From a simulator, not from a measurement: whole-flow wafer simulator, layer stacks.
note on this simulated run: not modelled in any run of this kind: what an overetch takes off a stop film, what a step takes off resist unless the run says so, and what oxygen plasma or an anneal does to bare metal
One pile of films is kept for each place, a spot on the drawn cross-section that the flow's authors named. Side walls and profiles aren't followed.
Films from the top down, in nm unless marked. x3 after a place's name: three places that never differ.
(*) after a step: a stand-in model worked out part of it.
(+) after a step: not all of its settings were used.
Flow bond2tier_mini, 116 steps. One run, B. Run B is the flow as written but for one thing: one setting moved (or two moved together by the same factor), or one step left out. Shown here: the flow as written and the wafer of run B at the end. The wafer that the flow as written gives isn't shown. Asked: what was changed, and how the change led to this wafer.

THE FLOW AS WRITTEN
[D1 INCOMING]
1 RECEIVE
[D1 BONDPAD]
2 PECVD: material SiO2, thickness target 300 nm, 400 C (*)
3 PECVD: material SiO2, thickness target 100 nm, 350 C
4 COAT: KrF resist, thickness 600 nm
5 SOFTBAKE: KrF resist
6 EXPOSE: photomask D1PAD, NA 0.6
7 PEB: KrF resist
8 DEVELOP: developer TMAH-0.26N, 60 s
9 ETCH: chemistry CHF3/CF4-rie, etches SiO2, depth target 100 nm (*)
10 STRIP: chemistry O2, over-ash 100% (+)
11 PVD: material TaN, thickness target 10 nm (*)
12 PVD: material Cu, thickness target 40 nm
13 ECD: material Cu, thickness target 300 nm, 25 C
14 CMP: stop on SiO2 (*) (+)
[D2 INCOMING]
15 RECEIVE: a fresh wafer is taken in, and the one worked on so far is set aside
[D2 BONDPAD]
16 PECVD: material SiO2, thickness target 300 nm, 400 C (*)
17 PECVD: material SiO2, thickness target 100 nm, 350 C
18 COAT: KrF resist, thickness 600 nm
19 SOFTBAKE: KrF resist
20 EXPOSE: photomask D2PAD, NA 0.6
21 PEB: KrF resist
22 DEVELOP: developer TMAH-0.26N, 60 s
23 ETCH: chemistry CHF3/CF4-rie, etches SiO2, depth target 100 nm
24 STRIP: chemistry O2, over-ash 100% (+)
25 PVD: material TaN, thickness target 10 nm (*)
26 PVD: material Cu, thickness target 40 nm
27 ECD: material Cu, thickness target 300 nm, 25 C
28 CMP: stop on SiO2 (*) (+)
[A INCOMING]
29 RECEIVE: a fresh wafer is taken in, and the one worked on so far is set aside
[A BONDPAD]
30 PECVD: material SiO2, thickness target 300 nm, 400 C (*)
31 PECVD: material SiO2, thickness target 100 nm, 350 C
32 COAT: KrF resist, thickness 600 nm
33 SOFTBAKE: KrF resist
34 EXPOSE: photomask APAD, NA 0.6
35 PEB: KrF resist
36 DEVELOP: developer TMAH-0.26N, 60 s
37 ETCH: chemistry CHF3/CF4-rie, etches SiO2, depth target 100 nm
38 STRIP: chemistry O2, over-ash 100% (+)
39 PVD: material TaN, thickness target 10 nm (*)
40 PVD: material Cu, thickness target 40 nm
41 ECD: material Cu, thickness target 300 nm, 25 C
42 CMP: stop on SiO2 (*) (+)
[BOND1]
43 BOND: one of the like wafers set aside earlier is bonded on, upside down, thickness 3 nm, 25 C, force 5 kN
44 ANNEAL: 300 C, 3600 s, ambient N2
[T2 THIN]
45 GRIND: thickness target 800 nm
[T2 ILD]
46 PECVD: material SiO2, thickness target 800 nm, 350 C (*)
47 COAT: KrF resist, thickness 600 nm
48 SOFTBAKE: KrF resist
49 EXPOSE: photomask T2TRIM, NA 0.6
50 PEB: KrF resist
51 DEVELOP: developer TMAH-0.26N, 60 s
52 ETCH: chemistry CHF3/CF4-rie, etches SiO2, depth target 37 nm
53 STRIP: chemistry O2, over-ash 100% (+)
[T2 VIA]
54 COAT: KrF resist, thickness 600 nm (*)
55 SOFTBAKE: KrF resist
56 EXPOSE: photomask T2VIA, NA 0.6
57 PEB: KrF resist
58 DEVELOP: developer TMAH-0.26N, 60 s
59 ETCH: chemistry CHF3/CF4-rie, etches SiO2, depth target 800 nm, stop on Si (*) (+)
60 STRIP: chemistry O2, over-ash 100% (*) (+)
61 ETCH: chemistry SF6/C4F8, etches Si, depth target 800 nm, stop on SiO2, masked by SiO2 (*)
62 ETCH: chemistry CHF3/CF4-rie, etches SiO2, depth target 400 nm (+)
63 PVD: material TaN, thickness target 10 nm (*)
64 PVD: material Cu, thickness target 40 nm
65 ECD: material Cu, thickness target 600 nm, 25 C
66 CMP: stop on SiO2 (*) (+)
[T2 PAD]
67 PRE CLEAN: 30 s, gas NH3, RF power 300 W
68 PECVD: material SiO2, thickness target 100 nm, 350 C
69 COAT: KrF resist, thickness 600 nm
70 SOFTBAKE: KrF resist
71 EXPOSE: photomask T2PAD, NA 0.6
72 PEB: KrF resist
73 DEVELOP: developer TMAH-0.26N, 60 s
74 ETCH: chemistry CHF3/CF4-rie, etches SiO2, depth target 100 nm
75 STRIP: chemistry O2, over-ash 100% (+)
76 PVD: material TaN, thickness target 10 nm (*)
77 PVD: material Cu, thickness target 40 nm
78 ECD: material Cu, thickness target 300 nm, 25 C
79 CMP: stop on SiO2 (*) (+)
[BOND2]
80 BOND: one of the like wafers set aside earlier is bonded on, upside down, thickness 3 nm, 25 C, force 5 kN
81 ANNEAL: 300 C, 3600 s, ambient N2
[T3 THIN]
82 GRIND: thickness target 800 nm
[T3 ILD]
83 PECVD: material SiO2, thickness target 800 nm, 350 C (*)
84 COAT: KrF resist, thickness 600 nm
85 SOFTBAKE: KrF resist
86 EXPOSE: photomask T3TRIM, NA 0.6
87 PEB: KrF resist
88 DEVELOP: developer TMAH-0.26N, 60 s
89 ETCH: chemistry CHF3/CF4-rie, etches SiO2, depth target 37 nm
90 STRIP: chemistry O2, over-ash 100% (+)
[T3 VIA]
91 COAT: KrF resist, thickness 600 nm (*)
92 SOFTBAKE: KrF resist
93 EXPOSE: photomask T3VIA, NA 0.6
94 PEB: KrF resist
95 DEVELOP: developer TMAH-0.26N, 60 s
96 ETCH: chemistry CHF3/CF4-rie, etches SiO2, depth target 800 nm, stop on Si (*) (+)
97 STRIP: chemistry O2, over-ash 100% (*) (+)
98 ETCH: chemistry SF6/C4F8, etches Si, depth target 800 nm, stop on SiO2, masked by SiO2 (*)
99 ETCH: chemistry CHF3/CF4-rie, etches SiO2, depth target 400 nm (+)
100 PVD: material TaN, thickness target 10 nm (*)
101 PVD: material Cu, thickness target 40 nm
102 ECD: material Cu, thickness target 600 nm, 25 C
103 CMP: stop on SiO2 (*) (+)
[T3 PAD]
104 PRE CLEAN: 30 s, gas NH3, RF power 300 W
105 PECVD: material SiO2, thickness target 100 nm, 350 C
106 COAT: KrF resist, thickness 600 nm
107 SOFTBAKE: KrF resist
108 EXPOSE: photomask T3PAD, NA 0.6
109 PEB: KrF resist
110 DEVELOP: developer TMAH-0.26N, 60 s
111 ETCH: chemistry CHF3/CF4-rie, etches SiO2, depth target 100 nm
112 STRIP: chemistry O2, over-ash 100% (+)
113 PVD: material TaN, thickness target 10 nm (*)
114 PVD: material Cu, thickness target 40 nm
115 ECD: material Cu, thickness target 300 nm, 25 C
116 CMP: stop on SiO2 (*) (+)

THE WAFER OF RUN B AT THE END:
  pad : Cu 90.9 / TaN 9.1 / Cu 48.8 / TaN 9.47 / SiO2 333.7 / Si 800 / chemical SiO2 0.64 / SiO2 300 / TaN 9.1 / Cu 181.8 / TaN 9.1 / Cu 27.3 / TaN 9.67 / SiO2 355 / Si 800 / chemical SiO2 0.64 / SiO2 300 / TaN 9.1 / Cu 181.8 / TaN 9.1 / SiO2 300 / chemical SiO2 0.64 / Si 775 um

The cause: step 89, ETCH: depth target 58.3 nm was run, where the flow has depth target 37 nm.

How the change led to this, step by step:
  89 ETCH: chemistry CHF3/CF4-rie, etches SiO2, depth target 37 nm
      field: KrF resist -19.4 (as written it would be: KrF resist -12.3)
      pad: SiO2 -58.3 (as written it would be: SiO2 -37)
  97 STRIP: chemistry O2, over-ash 100% (*) (+)
      field: KrF resist -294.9 (all of it) (as written it would be: KrF resist -303.9 (all of it))
      pad: KrF resist -345.4 (all of it) (as written it would be: KrF resist -336 (all of it))
  101 PVD: material Cu, thickness target 40 nm
      pad: Cu +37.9 (new film) (as written it would be: Cu +38.7 (new film))
  102 ECD: material Cu, thickness target 600 nm, 25 C
      pad: Cu +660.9 (as written it would be: Cu +638.7)
